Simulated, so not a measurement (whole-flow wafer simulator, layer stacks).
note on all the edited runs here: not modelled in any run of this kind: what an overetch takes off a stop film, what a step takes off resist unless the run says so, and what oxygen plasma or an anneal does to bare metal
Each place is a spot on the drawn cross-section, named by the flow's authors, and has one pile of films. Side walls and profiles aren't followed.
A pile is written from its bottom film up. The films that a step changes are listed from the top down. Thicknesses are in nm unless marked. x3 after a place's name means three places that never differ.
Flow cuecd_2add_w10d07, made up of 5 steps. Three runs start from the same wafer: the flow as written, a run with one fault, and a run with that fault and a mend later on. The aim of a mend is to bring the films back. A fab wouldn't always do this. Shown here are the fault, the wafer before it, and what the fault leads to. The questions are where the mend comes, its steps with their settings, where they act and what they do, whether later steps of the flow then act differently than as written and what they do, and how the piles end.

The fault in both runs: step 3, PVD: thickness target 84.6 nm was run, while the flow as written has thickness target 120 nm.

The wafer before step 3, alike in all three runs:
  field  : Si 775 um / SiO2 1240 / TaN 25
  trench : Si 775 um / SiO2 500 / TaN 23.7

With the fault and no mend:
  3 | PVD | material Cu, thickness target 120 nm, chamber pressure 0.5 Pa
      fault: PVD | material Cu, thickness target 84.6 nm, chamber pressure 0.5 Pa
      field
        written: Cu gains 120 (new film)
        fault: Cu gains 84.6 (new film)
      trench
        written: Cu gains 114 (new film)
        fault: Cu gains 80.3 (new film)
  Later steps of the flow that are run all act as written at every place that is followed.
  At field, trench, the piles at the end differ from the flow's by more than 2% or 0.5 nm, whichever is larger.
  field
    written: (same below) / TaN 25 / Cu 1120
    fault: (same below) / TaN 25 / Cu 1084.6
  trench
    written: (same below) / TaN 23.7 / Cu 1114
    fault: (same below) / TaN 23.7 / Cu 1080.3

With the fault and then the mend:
  After step 3 comes the mend.
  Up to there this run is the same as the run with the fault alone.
  3a | PVD | material Cu, thickness target 35.4 nm, chamber pressure 0.5 Pa (the flow's step 3 again, with other settings)
      field
        Cu gains 35.4
      trench
        Cu gains 33.5
  Later steps of the flow that are run all act as written at every place that is followed.
  When the end is reached, the piles differ only a little from the flow's at the places that both follow, at most by 2% or 0.5 nm, whichever is larger.
